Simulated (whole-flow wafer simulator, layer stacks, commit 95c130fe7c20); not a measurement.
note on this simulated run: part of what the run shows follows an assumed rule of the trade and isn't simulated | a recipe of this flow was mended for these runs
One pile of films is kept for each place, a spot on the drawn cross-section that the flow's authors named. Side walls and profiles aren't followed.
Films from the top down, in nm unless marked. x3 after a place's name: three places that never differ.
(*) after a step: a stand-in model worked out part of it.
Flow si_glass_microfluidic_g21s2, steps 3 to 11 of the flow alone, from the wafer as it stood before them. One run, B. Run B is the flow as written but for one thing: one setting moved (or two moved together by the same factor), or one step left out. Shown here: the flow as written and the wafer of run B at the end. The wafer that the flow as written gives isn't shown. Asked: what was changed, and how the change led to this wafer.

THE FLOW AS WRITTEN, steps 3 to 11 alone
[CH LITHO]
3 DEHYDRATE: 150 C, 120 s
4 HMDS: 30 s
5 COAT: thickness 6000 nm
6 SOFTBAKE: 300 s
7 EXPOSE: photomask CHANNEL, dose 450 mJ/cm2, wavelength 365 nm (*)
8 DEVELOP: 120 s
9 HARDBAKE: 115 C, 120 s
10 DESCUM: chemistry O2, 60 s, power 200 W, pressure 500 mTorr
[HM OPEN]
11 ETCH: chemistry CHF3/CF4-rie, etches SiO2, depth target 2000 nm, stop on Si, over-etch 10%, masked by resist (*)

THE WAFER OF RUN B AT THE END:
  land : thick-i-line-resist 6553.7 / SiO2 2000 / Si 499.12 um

The cause: step 5, COAT: thickness 7397 nm was run, where the flow has thickness 6000 nm.

How the change led to this, step by step:
  5 COAT: thickness 6000 nm
      land, trench20 x3: thick-i-line-resist +7397 (new film) (as written it would be: thick-i-line-resist +6000 (new film))
  8 DEVELOP: 120 s
      trench20 x3: thick-i-line-resist -7397 (all of it) (as written it would be: thick-i-line-resist -6000 (all of it))
  9 HARDBAKE: 115 C, 120 s
      land: thick-i-line-resist -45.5 (as written it would be: thick-i-line-resist -33.5)
